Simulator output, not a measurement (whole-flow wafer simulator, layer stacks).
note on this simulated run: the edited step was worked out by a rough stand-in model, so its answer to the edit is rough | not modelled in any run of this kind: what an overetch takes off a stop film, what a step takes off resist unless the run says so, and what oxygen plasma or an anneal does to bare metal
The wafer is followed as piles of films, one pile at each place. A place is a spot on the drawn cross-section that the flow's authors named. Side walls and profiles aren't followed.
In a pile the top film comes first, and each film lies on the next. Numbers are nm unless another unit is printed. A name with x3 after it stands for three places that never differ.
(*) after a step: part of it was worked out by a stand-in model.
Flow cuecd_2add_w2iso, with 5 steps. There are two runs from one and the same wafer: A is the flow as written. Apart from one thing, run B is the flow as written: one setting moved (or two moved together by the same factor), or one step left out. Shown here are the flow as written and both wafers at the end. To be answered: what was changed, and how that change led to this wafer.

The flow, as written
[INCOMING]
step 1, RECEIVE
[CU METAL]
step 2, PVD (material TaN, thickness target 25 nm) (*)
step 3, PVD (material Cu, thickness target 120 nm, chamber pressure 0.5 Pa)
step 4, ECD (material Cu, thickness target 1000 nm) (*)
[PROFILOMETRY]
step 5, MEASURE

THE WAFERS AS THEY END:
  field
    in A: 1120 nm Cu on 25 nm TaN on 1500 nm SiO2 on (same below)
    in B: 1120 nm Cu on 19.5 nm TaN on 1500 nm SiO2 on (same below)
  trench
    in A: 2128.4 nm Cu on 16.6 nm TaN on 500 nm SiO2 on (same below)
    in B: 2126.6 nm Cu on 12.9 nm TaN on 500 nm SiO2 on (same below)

The reason: step 2, PVD: thickness target 19.5 nm was run, whereas the flow has thickness target 25 nm.
The wafer lets one read it off: field has TaN 19.5, and step 2 as written asks for 25 nm.

The path from the change to this, step by step:
  step 2, PVD (material TaN, thickness target 25 nm) (*)
      field: A +25 TaN (new film) | B +19.5 TaN (new film)
      trench: A +16.6 TaN (new film) | B +12.9 TaN (new film)
